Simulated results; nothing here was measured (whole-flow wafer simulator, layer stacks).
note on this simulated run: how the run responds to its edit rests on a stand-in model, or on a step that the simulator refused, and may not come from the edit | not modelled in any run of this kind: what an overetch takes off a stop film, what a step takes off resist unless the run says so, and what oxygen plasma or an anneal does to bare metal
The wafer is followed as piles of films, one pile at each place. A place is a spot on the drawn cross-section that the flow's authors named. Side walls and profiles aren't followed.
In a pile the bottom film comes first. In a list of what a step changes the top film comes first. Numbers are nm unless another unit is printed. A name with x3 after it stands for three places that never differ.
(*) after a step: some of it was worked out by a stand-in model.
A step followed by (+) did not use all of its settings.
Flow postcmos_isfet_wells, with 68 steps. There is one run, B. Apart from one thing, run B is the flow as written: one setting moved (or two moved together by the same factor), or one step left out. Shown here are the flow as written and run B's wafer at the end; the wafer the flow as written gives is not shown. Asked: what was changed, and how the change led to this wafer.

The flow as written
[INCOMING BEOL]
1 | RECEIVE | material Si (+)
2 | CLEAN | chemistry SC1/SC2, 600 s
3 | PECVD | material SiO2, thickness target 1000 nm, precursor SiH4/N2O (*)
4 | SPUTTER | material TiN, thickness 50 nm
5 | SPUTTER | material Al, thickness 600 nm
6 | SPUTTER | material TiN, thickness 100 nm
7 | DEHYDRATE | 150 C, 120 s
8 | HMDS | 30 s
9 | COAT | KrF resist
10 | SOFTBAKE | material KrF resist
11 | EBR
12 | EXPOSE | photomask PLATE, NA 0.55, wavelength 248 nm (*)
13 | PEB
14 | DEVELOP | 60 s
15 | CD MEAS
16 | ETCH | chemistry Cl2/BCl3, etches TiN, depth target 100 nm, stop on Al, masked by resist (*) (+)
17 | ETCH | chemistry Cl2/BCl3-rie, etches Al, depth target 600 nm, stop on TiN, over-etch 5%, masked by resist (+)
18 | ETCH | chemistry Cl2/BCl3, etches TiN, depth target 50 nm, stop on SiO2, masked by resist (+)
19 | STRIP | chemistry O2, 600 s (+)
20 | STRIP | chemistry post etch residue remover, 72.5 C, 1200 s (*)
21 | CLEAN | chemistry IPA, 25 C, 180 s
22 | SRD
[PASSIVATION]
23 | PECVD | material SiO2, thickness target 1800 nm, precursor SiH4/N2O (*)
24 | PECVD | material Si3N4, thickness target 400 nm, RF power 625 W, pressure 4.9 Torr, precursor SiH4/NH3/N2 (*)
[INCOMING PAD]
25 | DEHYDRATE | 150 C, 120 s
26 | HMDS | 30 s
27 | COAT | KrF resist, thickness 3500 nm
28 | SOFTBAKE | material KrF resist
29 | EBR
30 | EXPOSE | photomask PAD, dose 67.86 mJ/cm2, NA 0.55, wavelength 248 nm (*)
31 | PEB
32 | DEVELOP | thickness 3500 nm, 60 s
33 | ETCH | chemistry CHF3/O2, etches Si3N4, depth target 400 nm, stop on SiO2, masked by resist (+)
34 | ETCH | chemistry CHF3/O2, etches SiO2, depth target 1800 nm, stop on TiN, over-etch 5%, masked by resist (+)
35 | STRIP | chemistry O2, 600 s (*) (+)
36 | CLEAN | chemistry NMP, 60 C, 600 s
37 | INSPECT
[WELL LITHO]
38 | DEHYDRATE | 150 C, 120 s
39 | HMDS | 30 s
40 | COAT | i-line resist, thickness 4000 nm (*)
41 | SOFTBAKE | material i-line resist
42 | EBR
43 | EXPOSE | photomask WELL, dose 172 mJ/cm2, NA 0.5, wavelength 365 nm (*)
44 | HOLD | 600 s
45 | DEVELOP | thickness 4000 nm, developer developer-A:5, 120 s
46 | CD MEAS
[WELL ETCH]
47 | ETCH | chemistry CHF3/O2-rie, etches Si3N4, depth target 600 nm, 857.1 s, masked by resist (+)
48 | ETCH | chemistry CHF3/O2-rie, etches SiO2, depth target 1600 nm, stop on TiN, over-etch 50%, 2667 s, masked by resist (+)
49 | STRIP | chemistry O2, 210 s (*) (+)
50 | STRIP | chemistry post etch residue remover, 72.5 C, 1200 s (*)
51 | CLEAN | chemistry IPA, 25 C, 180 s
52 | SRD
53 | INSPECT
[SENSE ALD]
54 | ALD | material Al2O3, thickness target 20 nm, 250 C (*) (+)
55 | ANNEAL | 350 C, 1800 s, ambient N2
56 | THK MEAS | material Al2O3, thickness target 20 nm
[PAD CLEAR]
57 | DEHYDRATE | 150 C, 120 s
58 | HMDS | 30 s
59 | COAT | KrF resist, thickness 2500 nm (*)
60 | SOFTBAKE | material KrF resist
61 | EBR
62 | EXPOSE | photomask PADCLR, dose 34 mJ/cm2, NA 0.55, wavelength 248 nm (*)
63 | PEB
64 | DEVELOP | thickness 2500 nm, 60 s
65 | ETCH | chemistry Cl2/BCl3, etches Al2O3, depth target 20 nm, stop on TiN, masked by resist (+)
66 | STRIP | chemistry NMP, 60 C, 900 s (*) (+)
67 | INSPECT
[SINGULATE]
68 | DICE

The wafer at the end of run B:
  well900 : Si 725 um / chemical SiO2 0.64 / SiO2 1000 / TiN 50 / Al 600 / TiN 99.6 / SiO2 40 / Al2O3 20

What caused this: step 48, ETCH: depth target 1040 nm was run, though the flow has depth target 1600 nm; step 48, ETCH: 1733 s was run, where the flow has 2667 s.

The path from the change to this, step by step:
  48 | ETCH | chemistry CHF3/O2-rie, etches SiO2, depth target 1600 nm, stop on TiN, over-etch 50%, 2667 s, masked by resist (+)
      well900, well1300 x3: -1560 SiO2 (in the flow as written it would be: -1600 SiO2 (all of it))
      field, margin, pad_rim, pad_clr, pad_open: -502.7 i-line resist (in the flow as written it would be: -773.3 i-line resist)
  49 | STRIP | chemistry O2, 210 s (*) (+)
      field, margin, pad_rim: -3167 i-line resist (all of it) (in the flow as written it would be: -2896.3 i-line resist (all of it))
      pad_clr: -2267.2 i-line resist (all of it) (in the flow as written it would be: -1996.5 i-line resist (all of it))
      (as well as at 1 more place)
